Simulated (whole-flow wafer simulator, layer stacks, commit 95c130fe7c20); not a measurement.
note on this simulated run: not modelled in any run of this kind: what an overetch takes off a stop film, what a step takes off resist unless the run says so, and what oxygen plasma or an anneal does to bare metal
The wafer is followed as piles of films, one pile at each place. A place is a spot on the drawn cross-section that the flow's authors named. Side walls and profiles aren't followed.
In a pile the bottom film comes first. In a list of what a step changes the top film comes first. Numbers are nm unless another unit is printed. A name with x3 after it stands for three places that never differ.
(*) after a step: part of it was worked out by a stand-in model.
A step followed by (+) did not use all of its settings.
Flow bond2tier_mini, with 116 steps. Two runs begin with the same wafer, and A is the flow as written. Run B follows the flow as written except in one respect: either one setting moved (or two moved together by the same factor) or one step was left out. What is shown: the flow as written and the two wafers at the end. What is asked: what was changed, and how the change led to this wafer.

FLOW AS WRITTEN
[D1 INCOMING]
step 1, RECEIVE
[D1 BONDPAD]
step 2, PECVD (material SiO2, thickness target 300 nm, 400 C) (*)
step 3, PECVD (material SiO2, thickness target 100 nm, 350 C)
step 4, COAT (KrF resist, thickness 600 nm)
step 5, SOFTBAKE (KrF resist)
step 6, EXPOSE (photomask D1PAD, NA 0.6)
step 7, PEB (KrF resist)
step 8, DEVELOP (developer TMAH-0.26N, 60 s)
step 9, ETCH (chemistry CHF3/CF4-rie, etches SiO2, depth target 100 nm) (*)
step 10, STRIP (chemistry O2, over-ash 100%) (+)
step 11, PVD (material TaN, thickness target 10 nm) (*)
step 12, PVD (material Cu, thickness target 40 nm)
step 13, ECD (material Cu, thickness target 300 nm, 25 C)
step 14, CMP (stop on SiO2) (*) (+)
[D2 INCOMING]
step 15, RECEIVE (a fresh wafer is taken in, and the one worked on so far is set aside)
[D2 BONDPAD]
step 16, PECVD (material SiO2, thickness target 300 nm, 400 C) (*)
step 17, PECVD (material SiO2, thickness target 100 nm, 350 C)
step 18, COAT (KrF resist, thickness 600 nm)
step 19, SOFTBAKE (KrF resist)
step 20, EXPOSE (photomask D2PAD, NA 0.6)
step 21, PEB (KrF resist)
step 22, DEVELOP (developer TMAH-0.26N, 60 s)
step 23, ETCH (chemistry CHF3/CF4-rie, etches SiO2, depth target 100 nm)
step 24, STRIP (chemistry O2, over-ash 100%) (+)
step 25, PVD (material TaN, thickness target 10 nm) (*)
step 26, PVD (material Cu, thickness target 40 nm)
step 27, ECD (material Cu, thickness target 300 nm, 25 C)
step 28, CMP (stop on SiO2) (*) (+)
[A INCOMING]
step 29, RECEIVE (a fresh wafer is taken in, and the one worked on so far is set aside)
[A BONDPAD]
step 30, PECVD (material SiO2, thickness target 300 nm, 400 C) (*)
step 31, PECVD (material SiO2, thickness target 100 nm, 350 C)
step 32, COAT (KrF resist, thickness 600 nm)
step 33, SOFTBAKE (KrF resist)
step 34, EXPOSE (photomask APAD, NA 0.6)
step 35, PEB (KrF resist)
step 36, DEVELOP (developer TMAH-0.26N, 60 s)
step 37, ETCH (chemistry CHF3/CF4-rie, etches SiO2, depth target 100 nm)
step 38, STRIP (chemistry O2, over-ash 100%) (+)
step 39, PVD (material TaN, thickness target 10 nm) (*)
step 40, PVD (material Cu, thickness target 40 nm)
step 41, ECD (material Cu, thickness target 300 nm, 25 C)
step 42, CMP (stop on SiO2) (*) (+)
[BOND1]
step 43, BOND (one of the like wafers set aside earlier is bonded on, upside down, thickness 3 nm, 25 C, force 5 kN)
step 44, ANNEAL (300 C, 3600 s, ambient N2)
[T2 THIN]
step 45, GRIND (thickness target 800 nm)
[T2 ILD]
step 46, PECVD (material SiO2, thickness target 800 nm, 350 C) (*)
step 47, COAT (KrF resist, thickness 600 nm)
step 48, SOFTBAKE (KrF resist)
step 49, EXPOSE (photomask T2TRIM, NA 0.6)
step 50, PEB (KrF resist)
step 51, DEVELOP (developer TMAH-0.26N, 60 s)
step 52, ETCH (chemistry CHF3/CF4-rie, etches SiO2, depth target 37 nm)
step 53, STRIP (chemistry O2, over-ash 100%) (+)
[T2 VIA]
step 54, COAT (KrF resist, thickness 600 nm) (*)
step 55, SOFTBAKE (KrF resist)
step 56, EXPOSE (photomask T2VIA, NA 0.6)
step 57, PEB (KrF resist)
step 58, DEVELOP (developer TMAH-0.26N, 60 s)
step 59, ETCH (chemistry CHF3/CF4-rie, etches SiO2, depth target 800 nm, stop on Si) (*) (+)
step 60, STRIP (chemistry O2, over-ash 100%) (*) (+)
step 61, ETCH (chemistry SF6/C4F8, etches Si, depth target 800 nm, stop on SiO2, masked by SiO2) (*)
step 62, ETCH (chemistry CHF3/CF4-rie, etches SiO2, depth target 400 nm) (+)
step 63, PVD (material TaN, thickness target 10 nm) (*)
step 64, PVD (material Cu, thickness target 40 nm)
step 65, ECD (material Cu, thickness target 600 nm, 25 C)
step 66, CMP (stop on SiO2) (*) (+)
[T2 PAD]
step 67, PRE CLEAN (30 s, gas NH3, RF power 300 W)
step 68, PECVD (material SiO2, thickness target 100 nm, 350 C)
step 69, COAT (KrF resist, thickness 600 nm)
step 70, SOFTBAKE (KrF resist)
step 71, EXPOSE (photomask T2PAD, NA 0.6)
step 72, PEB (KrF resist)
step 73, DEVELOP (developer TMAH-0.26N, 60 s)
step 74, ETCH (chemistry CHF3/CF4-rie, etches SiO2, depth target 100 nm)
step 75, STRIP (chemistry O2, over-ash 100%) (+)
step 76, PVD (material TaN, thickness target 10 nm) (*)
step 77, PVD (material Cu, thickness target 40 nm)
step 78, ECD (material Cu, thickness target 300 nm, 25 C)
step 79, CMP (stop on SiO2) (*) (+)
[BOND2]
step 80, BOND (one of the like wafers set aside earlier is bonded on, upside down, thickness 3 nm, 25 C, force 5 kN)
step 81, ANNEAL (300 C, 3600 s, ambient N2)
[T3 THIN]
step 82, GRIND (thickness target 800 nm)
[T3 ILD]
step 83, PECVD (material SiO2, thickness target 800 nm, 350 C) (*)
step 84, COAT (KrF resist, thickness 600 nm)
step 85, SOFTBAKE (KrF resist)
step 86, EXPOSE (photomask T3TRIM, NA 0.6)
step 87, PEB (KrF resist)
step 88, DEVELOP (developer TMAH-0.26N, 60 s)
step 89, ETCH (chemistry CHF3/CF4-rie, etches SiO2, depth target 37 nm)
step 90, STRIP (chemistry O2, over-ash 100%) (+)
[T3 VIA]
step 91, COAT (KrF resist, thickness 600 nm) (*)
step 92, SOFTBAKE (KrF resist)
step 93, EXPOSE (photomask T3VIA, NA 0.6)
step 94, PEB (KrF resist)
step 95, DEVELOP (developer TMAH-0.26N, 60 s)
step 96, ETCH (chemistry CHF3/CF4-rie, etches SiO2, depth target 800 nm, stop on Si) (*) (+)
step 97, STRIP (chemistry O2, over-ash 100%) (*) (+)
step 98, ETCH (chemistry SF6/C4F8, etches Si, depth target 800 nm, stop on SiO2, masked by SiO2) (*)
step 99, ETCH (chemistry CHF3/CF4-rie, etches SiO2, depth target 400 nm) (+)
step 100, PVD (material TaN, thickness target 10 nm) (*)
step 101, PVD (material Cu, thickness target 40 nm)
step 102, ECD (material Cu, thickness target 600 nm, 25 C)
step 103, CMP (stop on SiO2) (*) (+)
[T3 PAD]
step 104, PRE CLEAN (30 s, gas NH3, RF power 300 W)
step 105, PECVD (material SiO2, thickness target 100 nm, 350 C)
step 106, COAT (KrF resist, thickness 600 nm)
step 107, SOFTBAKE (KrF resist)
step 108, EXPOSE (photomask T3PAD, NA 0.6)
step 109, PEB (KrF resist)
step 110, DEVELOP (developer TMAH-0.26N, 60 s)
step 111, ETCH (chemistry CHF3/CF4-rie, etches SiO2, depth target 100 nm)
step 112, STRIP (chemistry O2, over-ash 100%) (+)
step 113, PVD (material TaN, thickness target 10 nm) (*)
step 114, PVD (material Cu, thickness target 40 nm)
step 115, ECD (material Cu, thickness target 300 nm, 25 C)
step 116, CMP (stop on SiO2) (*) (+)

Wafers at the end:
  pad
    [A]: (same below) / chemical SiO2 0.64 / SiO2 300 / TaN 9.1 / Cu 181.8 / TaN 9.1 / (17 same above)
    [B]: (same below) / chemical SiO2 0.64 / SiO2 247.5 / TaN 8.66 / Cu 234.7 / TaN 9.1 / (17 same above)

The reason: step 37, ETCH: depth target 152.5 nm was run, whereas the flow has depth target 100 nm.

How this came from the change, step by step:
  step 37, ETCH (chemistry CHF3/CF4-rie, etches SiO2, depth target 100 nm)
      pad, via: A -100 SiO2 | B -152.5 SiO2
      field: A -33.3 KrF resist | B -50.8 KrF resist
  step 38, STRIP (chemistry O2, over-ash 100%) (+)
      field: A -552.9 KrF resist (all of it) | B -535.4 KrF resist (all of it)
  step 40, PVD (material Cu, thickness target 40 nm)
      pad: A +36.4 Cu (new film) | B +34.7 Cu (new film)
  step 41, ECD (material Cu, thickness target 300 nm, 25 C)
      pad: A +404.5 Cu | B +459.2 Cu
      via: A +400.2 Cu | B +453 Cu
